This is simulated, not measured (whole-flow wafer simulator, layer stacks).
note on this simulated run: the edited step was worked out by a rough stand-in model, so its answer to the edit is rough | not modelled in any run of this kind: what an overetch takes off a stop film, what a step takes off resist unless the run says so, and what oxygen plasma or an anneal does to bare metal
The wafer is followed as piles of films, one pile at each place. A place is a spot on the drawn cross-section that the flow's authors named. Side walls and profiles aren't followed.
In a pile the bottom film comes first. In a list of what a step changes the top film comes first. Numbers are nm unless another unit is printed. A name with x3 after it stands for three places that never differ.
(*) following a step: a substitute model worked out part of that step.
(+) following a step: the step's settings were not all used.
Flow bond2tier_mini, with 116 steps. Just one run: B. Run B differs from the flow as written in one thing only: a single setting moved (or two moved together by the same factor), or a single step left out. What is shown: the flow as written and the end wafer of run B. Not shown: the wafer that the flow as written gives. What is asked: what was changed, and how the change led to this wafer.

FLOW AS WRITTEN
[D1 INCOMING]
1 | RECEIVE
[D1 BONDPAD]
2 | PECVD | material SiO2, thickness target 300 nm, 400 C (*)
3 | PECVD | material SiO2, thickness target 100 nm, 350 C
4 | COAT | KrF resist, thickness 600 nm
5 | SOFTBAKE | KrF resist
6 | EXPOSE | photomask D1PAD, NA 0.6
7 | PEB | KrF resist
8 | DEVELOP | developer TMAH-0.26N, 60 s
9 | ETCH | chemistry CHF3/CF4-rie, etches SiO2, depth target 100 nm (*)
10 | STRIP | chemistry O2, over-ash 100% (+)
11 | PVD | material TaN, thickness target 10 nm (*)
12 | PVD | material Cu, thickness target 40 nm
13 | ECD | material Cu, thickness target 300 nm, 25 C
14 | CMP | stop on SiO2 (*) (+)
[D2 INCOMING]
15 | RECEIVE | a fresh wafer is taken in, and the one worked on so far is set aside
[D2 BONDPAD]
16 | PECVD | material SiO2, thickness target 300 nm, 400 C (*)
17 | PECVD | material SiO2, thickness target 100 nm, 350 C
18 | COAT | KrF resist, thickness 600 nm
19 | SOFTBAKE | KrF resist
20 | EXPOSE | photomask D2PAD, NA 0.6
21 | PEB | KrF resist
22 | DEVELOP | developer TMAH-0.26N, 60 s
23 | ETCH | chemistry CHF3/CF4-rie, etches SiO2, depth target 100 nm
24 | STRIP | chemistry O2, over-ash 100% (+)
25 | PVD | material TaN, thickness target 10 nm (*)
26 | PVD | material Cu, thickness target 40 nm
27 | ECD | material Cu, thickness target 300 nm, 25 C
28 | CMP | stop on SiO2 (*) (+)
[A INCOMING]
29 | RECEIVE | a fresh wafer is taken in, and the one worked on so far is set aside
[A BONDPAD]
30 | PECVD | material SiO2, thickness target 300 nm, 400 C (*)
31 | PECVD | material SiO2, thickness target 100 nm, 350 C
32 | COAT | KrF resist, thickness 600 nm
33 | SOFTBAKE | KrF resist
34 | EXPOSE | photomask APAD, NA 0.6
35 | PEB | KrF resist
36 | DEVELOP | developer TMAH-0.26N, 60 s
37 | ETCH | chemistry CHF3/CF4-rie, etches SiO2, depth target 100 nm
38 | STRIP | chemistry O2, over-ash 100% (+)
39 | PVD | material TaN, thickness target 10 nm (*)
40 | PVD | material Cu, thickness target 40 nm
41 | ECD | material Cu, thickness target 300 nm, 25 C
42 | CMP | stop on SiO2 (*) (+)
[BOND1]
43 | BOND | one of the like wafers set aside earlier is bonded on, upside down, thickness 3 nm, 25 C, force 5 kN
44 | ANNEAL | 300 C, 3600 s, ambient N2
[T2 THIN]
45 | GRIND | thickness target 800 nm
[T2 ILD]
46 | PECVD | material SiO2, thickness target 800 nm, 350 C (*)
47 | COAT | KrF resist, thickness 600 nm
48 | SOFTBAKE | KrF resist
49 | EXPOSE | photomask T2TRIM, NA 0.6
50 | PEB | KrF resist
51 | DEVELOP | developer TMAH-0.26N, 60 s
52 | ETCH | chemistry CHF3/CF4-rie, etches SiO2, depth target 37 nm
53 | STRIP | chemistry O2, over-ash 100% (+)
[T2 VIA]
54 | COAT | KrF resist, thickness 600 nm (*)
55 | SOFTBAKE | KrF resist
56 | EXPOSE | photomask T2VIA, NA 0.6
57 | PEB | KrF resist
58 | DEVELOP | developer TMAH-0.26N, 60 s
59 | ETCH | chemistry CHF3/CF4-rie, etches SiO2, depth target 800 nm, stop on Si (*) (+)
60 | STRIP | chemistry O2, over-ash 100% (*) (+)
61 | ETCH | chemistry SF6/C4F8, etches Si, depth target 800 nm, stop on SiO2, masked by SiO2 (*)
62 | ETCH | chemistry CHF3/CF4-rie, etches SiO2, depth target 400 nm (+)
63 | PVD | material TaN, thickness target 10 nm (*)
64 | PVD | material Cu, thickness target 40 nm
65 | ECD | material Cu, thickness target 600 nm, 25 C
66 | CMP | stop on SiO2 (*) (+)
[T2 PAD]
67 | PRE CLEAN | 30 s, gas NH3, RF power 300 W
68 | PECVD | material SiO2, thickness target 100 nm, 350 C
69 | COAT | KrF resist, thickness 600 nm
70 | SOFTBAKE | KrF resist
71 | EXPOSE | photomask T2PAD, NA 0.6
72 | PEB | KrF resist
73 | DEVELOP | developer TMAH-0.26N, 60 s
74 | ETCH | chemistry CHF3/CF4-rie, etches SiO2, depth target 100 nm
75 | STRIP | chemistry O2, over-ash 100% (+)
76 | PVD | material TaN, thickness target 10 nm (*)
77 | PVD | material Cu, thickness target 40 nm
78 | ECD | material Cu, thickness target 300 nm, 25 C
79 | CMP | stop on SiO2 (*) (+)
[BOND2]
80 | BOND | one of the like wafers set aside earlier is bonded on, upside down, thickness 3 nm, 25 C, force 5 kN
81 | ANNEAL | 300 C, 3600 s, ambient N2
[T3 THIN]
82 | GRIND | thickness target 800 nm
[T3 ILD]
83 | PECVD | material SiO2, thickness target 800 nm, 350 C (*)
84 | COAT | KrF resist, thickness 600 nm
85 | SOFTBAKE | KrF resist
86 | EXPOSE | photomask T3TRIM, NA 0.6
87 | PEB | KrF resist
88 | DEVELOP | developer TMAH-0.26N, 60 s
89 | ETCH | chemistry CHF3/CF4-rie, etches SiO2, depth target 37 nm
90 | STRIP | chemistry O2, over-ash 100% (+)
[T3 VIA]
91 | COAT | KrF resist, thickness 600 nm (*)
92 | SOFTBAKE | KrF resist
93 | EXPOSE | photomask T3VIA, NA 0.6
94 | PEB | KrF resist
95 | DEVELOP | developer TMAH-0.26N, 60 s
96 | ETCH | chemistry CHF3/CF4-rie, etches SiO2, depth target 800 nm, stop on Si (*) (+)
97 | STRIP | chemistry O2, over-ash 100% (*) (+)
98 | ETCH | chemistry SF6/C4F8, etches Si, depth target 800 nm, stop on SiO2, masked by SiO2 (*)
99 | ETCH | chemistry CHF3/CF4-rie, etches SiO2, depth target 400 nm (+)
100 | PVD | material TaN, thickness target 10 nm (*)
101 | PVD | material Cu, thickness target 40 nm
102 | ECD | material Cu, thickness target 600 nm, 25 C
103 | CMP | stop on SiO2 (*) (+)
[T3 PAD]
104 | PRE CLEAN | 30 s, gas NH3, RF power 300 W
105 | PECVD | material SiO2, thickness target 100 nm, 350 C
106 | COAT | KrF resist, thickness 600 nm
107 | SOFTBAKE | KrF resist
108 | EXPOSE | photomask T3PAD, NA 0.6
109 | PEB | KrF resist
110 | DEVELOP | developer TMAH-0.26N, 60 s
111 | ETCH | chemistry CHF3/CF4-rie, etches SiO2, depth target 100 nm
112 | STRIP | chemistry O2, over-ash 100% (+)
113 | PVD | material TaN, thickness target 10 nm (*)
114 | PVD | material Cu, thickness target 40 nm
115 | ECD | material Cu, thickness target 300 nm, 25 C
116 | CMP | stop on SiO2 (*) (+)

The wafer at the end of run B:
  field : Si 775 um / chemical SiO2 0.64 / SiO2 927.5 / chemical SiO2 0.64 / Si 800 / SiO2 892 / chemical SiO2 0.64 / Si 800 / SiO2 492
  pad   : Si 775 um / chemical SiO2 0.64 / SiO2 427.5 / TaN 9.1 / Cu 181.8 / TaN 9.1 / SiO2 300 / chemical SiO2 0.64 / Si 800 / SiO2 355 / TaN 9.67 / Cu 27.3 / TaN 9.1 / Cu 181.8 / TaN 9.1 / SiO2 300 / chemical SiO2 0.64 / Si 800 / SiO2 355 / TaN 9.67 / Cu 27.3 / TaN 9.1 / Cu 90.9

The reason: step 30, PECVD: thickness target 427.5 nm was run, though the flow has thickness target 300 nm.
One can read it off the wafer: pad has SiO2 427.5, and step 30 as written asks for 300 nm.

How this came from the change, step by step:
  30 | PECVD | material SiO2, thickness target 300 nm, 400 C (*)
      field, pad, via: SiO2 gains 427.5 (new film) (as written it would have been: SiO2 gains 300 (new film))
